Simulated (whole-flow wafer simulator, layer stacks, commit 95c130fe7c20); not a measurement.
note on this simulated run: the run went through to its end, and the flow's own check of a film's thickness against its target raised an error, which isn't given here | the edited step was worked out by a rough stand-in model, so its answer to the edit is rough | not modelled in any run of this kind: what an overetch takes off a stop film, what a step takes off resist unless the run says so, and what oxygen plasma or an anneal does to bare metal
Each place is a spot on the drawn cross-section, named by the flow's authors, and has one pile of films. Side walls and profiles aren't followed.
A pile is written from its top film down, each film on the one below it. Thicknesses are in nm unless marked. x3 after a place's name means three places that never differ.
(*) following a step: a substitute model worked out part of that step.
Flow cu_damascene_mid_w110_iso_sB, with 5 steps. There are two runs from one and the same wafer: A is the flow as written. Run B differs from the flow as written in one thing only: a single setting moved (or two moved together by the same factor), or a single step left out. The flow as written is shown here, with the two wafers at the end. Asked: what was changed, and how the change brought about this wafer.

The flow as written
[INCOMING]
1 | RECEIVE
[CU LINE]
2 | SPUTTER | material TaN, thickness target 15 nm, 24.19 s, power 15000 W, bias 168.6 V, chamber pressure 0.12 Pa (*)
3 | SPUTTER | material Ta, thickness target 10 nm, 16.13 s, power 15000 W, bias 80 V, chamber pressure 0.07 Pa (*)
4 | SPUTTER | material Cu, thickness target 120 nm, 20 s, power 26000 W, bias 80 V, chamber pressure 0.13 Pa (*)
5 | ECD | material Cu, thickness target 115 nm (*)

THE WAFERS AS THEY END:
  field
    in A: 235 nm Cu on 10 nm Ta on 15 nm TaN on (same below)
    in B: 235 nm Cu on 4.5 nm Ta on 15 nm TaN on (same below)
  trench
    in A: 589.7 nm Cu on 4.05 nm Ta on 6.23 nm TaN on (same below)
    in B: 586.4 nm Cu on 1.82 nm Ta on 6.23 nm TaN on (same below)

Cause: step 3, SPUTTER: thickness target 4.5 nm was run, whereas the flow has thickness target 10 nm; step 3, SPUTTER: 7.26 s was run, where the flow has 16.13 s.
The wafer lets one read it off: field has Ta 4.5, and step 3 as written asks for 10 nm.

Step by step, how the change led to this:
  3 | SPUTTER | material Ta, thickness target 10 nm, 16.13 s, power 15000 W, bias 80 V, chamber pressure 0.07 Pa (*)
      field: A Ta gains 10 (new film) | B Ta gains 4.5 (new film)
      trench: A Ta gains 4.05 (new film) | B Ta gains 1.82 (new film)
